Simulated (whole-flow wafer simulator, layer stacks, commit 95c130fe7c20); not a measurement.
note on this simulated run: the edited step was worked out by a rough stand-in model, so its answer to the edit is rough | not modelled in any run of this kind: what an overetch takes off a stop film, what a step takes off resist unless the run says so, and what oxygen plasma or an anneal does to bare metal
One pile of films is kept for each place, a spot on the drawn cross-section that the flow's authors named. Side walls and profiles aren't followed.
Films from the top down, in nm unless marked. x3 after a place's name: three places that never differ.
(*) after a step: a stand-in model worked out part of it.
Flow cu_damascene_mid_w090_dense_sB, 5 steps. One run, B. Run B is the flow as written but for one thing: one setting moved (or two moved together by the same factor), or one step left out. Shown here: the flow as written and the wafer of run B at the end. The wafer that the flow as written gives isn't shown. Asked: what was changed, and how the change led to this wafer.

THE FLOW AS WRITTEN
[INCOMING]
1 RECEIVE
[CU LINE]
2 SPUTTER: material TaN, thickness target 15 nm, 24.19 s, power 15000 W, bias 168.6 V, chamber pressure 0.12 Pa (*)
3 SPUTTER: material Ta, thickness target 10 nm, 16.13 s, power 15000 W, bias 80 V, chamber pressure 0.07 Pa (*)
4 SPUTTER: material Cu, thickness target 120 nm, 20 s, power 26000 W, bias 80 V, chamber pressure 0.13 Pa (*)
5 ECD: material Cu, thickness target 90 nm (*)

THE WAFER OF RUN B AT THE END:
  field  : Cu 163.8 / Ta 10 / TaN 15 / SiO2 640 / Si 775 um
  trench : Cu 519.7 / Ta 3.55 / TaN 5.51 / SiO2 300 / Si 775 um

The cause: step 5, ECD: thickness target 43.8 nm was run, where the flow has thickness target 90 nm.

How the change led to this, step by step:
  5 ECD: material Cu, thickness target 90 nm (*)
      field: Cu +43.8 (as written it would be: Cu +90)
      trench: Cu +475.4 (as written it would be: Cu +521.6)
